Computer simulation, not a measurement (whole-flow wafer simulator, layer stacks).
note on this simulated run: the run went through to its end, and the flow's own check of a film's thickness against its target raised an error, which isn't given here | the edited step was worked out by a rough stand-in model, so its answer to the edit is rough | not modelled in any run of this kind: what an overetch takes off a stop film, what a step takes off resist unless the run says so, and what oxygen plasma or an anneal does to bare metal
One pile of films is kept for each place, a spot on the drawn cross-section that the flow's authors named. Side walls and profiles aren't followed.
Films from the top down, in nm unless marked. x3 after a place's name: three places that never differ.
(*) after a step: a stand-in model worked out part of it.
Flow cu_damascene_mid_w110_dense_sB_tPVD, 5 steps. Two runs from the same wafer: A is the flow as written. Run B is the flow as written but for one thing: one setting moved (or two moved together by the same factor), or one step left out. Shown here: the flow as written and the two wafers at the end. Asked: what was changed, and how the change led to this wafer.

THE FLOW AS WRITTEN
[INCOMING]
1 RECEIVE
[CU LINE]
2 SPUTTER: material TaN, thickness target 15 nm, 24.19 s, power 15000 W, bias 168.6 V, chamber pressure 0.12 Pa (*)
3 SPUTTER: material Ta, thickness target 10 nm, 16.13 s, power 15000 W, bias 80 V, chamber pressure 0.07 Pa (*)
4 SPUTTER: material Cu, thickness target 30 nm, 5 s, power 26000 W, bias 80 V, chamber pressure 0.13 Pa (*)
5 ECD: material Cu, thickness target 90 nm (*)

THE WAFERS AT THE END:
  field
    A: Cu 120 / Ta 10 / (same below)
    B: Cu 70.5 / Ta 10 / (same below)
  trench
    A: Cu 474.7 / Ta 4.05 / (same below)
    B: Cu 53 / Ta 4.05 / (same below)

The cause: step 5, ECD: thickness target 40.5 nm was run, where the flow has thickness target 90 nm.

How the change led to this, step by step:
  5 ECD: material Cu, thickness target 90 nm (*)
      field: A Cu +90 | B Cu +40.5
      trench: A Cu +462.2 | B Cu +40.5
